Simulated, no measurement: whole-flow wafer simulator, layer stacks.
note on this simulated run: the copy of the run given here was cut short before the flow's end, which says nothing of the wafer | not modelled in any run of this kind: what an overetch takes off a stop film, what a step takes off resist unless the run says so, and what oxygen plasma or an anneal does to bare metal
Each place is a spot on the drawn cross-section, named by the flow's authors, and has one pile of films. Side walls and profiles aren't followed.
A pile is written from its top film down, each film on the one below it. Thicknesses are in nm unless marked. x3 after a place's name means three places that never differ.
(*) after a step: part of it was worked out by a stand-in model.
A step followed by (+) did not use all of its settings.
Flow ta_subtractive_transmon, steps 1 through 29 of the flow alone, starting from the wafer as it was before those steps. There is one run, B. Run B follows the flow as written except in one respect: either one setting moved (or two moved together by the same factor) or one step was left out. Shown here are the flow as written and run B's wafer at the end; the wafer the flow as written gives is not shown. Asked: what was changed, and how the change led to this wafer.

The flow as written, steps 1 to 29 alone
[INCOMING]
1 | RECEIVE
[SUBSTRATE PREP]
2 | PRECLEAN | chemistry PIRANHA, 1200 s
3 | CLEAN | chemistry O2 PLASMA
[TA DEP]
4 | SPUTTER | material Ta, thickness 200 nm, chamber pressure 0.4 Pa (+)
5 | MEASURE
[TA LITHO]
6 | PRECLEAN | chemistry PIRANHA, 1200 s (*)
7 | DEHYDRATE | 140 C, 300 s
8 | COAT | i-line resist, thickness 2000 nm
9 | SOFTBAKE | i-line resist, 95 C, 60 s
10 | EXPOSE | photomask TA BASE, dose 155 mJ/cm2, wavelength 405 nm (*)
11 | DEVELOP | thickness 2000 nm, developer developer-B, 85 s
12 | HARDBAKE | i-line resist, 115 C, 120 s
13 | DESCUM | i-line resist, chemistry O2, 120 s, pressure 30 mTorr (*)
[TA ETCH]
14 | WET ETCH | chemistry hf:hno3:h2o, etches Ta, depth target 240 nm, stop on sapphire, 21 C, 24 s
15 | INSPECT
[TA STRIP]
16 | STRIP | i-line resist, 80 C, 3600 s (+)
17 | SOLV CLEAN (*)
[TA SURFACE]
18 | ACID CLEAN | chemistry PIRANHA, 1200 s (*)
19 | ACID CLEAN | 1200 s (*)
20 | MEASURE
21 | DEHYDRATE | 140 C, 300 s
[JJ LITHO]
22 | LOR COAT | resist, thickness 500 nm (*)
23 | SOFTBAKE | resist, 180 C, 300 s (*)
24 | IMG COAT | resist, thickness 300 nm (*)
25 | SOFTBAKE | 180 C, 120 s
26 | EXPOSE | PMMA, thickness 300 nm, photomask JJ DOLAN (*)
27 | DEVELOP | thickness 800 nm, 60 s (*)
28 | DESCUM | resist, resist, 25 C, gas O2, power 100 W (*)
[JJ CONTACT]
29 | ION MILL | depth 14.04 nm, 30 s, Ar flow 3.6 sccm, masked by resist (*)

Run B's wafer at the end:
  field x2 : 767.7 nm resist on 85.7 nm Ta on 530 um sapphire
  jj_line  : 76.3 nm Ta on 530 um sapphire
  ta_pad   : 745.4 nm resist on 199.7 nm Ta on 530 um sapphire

What caused this: step 14, WET ETCH: depth target 114 nm was run, whereas the flow has depth target 240 nm; step 14, WET ETCH: 11.4 s was run, where the flow has 24 s.

The path from the change to this, step by step:
  14 | WET ETCH | chemistry hf:hno3:h2o, etches Ta, depth target 240 nm, stop on sapphire, 21 C, 24 s
      field x2, jj_line, lead: Ta loses 114 (as written it would have been: Ta loses 200 (all of it))
  22 | LOR COAT | resist, thickness 500 nm (*)
      lead: resist gains 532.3 (new film) (as written it would have been: resist gains 554.8 (new film))
      ta_contact: resist gains 466.6 (new film) (as written it would have been: resist gains 443.8 (new film))
  24 | IMG COAT | resist, thickness 300 nm (*)
      ta_pad: resist gains 289.1 (as written it would have been: resist gains 281.3)
  27 | DEVELOP | thickness 800 nm, 60 s (*)
      lead: resist loses 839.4 (all of it) (as written it would have been: resist loses 867.4 (all of it))
      ta_contact: resist loses 759.6 (all of it) (as written it would have been: resist loses 731.2 (all of it))
  29 | ION MILL | depth 14.04 nm, 30 s, Ar flow 3.6 sccm, masked by resist (*)
      jj_line, lead: Ta loses 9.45 (as written it would have been: sapphire loses 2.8)
With metal films that touch counted as one body, field x2 has 1 body; the flow as written gives 0 bodies.
With metal films that touch counted as one body, jj_line has 1 body; the flow as written gives 0 bodies.
